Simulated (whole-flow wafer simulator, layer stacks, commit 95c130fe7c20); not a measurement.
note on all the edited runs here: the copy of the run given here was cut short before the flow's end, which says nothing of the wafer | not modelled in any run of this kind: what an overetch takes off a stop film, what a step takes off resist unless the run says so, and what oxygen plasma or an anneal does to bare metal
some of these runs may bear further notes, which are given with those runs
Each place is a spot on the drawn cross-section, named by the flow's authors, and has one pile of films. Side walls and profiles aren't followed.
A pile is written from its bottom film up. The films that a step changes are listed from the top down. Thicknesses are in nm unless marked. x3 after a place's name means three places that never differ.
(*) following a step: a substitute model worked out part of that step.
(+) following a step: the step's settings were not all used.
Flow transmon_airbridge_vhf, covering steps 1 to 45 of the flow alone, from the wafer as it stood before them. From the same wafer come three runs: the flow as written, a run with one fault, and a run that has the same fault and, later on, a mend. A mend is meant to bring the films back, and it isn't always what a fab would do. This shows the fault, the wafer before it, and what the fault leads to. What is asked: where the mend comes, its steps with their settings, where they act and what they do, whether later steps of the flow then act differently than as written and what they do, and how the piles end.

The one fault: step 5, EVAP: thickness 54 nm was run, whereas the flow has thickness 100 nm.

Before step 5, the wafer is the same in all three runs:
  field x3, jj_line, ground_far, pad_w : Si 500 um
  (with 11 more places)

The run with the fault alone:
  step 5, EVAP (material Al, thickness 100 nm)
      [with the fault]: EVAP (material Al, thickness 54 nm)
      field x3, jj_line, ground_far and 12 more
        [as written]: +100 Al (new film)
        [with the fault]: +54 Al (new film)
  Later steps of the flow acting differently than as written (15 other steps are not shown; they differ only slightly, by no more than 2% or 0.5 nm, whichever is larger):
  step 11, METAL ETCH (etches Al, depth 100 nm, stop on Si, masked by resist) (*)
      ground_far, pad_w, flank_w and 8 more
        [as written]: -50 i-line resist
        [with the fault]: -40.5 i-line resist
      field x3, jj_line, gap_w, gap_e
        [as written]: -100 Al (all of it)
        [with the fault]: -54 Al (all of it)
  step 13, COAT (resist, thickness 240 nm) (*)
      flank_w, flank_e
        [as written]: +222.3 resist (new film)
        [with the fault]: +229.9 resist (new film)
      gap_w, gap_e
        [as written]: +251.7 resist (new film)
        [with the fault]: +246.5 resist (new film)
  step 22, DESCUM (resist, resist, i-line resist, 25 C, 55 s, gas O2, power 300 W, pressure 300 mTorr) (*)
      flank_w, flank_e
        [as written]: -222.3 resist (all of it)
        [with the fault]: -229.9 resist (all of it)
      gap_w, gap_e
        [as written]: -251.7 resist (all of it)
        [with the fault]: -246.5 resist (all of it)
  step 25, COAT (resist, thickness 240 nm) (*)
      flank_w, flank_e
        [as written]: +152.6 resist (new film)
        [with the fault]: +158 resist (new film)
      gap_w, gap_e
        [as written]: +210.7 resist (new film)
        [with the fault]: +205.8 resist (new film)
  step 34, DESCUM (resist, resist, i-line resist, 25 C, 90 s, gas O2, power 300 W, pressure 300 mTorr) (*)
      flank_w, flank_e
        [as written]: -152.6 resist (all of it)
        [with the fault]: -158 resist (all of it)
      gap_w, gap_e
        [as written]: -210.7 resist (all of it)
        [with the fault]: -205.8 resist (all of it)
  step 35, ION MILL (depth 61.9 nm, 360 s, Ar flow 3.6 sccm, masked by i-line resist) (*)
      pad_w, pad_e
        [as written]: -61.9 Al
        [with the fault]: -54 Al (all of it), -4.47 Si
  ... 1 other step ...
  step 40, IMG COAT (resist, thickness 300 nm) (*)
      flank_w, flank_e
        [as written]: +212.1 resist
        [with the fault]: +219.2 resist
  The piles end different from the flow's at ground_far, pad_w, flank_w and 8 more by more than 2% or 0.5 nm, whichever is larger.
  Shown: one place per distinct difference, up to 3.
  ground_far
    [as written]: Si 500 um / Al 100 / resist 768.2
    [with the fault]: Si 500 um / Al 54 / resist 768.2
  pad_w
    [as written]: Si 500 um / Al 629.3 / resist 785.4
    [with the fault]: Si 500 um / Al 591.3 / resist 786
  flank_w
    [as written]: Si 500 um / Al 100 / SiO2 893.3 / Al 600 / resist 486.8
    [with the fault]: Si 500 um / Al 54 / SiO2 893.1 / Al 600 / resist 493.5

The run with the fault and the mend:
  After step 10 comes the mend.
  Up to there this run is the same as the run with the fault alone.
  step 10a, STRIP (i-line resist, 80 C, 600 s) (+)
      ground_far, pad_w, flank_w and 8 more
        -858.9 i-line resist (all of it)
  step 10b, EVAP (material Al, thickness 46 nm) (a further turn of the flow's step 5, with different settings)
      field x3, jj_line, ground_far and 12 more
        +46 Al
  step 10c, COAT (i-line resist, thickness 900 nm) (a further turn of the flow's step 6)
      field x3, jj_line, ground_far and 12 more
        +900 i-line resist (new film)
  step 10d, SOFTBAKE (i-line resist, 90 C, 90 s) (a further turn of the flow's step 7)
      leaves every film unchanged at each place that is followed
  step 10e, EXPOSE (i-line resist, thickness 900 nm, photomask AB CPW, dose 155.4 mJ/cm2, NA 0.45, wavelength 365 nm) (*) (a further turn of the flow's step 8)
      leaves every film unchanged at each place that is followed
  step 10f, PEB (i-line resist, 110 C, 60 s) (a further turn of the flow's step 9)
      field x3, jj_line, ground_far and 12 more
        -41 i-line resist
  step 10g, DEVELOP (i-line resist, thickness 900 nm, developer developer-B, 60 s) (a further turn of the flow's step 10)
      ground_far, pad_w, flank_w and 8 more
        -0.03 i-line resist
      field x3, jj_line, gap_w, gap_e
        -859 i-line resist (all of it)
  Later steps of the flow that are run all act as written at every place that is followed.
  By the end, the piles equal the flow's at every place that both follow.
